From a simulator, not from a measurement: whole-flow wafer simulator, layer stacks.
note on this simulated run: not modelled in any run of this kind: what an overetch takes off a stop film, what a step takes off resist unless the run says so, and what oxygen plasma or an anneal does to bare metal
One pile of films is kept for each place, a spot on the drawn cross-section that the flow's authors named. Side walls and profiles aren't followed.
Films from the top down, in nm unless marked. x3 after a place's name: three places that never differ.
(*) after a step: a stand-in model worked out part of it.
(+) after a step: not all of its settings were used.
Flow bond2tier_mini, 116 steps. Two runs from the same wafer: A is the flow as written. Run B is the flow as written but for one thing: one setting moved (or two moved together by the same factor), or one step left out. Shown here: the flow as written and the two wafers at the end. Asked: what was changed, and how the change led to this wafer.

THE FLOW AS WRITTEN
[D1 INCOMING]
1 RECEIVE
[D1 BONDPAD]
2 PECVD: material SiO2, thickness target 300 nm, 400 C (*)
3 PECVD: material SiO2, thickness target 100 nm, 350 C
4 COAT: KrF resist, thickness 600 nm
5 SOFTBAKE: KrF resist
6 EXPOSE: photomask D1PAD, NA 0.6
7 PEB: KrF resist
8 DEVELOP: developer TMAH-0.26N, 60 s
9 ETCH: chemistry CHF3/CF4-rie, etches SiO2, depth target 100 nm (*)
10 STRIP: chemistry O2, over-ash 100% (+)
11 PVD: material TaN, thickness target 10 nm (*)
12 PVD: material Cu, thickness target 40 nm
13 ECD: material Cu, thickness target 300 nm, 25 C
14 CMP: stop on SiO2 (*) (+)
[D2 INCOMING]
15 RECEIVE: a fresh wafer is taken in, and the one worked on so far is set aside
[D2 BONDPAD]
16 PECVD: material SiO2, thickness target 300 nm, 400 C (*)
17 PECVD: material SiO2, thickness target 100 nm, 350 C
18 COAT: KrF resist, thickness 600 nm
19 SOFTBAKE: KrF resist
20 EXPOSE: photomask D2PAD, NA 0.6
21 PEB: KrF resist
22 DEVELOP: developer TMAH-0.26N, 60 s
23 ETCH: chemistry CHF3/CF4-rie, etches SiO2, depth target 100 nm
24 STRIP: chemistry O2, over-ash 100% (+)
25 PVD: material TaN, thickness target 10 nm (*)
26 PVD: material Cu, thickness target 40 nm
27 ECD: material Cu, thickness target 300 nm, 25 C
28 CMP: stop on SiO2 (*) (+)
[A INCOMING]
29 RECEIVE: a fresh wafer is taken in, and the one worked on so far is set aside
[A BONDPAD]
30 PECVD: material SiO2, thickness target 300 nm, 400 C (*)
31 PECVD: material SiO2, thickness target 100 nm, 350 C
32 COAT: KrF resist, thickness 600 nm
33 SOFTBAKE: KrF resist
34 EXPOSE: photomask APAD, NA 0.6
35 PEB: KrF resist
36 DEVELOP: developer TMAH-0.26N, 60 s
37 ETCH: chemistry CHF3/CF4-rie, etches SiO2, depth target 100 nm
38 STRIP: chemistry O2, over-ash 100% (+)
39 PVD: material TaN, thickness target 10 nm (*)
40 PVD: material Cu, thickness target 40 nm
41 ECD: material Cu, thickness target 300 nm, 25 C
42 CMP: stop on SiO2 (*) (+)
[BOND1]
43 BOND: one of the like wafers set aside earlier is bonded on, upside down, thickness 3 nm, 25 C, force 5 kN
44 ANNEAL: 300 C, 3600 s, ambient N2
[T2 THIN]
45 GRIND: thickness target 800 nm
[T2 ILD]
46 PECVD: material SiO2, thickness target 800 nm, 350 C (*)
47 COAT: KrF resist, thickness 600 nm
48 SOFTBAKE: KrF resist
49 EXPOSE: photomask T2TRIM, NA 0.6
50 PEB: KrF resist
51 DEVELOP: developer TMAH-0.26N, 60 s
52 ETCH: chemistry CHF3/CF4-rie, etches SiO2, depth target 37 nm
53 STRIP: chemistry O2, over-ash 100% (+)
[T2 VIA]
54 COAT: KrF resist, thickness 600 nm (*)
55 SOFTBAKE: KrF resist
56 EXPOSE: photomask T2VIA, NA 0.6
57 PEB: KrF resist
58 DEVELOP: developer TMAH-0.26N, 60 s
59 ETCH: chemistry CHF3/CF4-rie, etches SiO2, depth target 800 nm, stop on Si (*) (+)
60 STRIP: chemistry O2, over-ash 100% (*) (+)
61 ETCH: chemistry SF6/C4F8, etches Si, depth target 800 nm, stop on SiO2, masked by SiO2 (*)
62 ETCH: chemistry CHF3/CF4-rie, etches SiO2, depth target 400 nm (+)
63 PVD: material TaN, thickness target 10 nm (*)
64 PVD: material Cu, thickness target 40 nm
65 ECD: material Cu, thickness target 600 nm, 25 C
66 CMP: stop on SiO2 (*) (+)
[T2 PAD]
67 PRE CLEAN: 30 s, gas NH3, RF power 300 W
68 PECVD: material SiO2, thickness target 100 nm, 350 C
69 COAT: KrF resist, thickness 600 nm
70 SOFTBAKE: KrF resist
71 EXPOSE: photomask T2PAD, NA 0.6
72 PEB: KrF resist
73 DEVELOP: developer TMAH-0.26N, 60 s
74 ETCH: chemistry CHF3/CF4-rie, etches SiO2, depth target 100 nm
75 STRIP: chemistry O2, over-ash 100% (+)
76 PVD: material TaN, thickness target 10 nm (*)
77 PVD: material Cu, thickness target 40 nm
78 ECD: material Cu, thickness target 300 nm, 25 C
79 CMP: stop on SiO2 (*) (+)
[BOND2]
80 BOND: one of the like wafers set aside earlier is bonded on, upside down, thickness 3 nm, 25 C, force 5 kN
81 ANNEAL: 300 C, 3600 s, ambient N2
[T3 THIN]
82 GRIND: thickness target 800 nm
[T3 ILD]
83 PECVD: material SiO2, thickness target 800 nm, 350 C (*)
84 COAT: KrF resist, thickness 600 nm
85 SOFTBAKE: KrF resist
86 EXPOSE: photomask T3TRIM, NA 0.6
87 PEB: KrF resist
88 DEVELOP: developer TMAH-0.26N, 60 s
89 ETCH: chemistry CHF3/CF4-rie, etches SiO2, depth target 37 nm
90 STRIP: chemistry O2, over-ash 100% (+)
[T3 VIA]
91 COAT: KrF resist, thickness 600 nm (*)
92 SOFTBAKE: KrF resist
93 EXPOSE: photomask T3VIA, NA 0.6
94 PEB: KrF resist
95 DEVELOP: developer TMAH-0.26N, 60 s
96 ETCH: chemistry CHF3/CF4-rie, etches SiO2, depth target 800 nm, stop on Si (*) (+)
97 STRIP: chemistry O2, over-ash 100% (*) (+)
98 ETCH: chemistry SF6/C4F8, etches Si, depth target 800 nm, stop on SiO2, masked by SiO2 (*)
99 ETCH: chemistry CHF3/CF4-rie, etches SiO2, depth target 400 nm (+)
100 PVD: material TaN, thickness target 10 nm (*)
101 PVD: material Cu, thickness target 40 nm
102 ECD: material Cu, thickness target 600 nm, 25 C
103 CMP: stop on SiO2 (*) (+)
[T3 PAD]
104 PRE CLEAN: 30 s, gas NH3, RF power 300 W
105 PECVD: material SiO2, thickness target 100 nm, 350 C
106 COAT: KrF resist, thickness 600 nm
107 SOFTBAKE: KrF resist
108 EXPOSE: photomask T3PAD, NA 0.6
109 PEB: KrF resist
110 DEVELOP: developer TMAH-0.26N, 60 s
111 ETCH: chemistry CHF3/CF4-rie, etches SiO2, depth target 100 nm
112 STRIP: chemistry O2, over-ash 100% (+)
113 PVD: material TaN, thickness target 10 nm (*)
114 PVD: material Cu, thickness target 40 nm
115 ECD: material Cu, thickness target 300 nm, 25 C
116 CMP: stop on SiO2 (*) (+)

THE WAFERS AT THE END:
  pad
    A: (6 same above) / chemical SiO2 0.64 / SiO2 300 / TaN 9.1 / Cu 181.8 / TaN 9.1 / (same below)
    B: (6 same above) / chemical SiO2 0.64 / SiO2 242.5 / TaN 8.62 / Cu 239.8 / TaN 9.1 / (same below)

The cause: step 23, ETCH: depth target 157.5 nm was run, where the flow has depth target 100 nm.

How the change led to this, step by step:
  23 ETCH: chemistry CHF3/CF4-rie, etches SiO2, depth target 100 nm
      pad, via: A SiO2 -100 | B SiO2 -157.5
      field: A KrF resist -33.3 | B KrF resist -52.5
  24 STRIP: chemistry O2, over-ash 100% (+)
      field: A KrF resist -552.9 (all of it) | B KrF resist -533.8 (all of it)
  26 PVD: material Cu, thickness target 40 nm
      pad: A Cu +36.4 (new film) | B Cu +34.5 (new film)
  27 ECD: material Cu, thickness target 300 nm, 25 C
      pad: A Cu +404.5 | B Cu +464.4
      via: A Cu +400.2 | B Cu +458.1
  80 BOND: one of the like wafers set aside earlier is bonded on, upside down, thickness 3 nm, 25 C, force 5 kN
      pad: A Si +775 um (new film), chemical SiO2 +0.64 (new film), SiO2 +300 (new film), TaN +9.1 (new film), Cu +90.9 | B Si +775 um (new film), chemical SiO2 +0.64 (new film), SiO2 +242.5 (new film), TaN +8.62 (new film), Cu +148.9
